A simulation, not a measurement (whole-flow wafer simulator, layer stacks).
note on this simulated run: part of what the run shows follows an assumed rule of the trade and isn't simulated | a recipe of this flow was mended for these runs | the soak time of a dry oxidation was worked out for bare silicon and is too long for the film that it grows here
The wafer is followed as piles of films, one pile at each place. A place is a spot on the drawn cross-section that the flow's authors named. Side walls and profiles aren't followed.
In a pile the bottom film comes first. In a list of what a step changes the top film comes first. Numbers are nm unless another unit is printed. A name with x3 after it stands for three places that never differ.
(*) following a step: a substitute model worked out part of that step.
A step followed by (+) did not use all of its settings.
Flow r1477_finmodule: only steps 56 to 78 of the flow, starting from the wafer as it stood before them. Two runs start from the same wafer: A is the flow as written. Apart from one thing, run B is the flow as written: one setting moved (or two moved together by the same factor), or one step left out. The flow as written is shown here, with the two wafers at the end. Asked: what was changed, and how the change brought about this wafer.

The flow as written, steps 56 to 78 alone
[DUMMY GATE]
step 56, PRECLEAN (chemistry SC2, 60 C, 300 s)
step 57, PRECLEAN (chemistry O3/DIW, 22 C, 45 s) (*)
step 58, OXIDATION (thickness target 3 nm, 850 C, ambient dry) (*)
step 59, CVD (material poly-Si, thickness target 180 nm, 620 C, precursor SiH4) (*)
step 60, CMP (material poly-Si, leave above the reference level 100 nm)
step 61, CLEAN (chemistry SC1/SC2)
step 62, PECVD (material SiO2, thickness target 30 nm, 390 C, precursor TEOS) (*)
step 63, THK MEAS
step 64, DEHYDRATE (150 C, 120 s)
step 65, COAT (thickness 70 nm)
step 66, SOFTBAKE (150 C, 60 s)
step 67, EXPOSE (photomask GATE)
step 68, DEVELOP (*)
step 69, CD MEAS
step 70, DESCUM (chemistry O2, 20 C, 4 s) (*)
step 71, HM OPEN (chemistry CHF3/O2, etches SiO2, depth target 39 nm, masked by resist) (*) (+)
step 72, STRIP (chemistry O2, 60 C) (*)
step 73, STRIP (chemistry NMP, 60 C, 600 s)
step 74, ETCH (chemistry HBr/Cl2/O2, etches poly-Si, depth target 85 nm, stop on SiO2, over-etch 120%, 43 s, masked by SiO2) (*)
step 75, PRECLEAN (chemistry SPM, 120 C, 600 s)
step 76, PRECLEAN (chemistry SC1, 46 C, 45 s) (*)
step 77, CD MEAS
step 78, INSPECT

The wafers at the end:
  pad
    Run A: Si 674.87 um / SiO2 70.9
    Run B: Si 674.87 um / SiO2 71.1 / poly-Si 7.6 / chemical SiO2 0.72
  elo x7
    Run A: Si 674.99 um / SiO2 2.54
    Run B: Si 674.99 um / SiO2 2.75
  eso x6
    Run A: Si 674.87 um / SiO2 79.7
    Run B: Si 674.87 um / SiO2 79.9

The reason: step 71, HM OPEN: depth target 28 nm was run, whereas the flow has depth target 39 nm.

Step by step, how the change led to this:
  step 71, HM OPEN (chemistry CHF3/O2, etches SiO2, depth target 39 nm, masked by resist) (*) (+)
      pad, elo x7, eso x6, e200so, s40co x3: A SiO2 loses 30 (all of it), chemical SiO2 loses 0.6 (all of it), poly-Si loses 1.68 | B SiO2 loses 28
      padg, elg x7, esg x6, e200sg, s40cg x3: A e-beam-resist loses 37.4 | B e-beam-resist loses 26.8
  step 72, STRIP (chemistry O2, 60 C) (*)
      pad, elo x7, eso x6, e200so, s40co x3: A chemical SiO2 gains 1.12 (new film), poly-Si loses 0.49 | B nothing
      padg, elg x7, esg x6, e200sg, s40cg x3: A e-beam-resist loses 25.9 (all of it) | B e-beam-resist loses 36.5 (all of it)
  step 74, ETCH (chemistry HBr/Cl2/O2, etches poly-Si, depth target 85 nm, stop on SiO2, over-etch 120%, 43 s, masked by SiO2) (*)
      eso x6, e200so, s40co x3: A chemical SiO2 loses 1.12 (all of it), poly-Si loses 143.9 (all of it), SiO2 loses 0.22 | B SiO2 loses 2 (all of it), chemical SiO2 loses 0.6 (all of it), poly-Si loses 146.1 (all of it)
      elo x7: A chemical SiO2 loses 1.12 (all of it), poly-Si loses 97.6 (all of it), SiO2 loses 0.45 | B SiO2 loses 2 (all of it), chemical SiO2 loses 0.6 (all of it), poly-Si loses 99.7 (all of it), SiO2 loses 0.24
      (as well as at 1 more place)
  step 75, PRECLEAN (chemistry SPM, 120 C, 600 s)
      pad: A nothing | B chemical SiO2 gains 0.8 (new film), poly-Si loses 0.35
